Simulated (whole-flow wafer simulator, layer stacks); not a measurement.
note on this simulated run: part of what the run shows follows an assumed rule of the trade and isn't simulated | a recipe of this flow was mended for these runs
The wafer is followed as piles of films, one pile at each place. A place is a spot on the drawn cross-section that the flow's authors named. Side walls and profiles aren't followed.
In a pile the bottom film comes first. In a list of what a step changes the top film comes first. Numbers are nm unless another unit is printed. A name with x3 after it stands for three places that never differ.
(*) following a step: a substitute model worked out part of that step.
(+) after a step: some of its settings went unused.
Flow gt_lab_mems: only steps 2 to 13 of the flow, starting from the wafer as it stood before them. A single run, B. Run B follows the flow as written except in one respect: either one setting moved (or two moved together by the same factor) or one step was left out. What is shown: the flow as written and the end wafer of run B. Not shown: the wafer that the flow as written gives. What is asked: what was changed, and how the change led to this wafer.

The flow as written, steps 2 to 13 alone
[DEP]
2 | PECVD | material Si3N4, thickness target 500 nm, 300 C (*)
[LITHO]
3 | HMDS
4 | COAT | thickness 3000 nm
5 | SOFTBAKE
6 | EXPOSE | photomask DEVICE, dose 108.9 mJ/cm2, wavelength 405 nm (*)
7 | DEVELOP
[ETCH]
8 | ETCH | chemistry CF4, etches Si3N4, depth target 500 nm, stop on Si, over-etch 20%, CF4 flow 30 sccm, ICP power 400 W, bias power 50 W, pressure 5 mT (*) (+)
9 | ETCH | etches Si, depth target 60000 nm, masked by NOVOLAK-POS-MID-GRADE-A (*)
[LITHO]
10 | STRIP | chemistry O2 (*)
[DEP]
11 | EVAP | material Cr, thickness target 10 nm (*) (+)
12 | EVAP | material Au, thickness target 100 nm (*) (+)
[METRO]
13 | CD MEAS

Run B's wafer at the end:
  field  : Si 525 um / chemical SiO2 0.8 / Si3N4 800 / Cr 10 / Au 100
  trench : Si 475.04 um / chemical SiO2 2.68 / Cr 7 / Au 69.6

The reason: step 2, PECVD: thickness target 800 nm was run, while the flow as written has thickness target 500 nm.
One can read it off the wafer: field has Si3N4 800, and step 2 as written asks for 500 nm.

The path from the change to this, step by step:
  2 | PECVD | material Si3N4, thickness target 500 nm, 300 C (*)
      field, trench: +800 Si3N4 (new film) (it would be, as written: +500 Si3N4 (new film))
  8 | ETCH | chemistry CF4, etches Si3N4, depth target 500 nm, stop on Si, over-etch 20%, CF4 flow 30 sccm, ICP power 400 W, bias power 50 W, pressure 5 mT (*) (+)
      trench: -600 Si3N4 (it would be, as written: -500 Si3N4 (all of it), -0.8 chemical SiO2 (all of it), -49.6 Si)
  9 | ETCH | etches Si, depth target 60000 nm, masked by NOVOLAK-POS-MID-GRADE-A (*)
      trench: -200 Si3N4 (all of it), -0.8 chemical SiO2 (all of it), -49.96 um Si (it would be, as written: -59.96 um Si)
  11 | EVAP | material Cr, thickness target 10 nm (*) (+)
      trench: +7 Cr (new film) (it would be, as written: +6.45 Cr (new film))
  12 | EVAP | material Au, thickness target 100 nm (*) (+)
      trench: +69.6 Au (new film) (it would be, as written: +64.1 Au (new film))
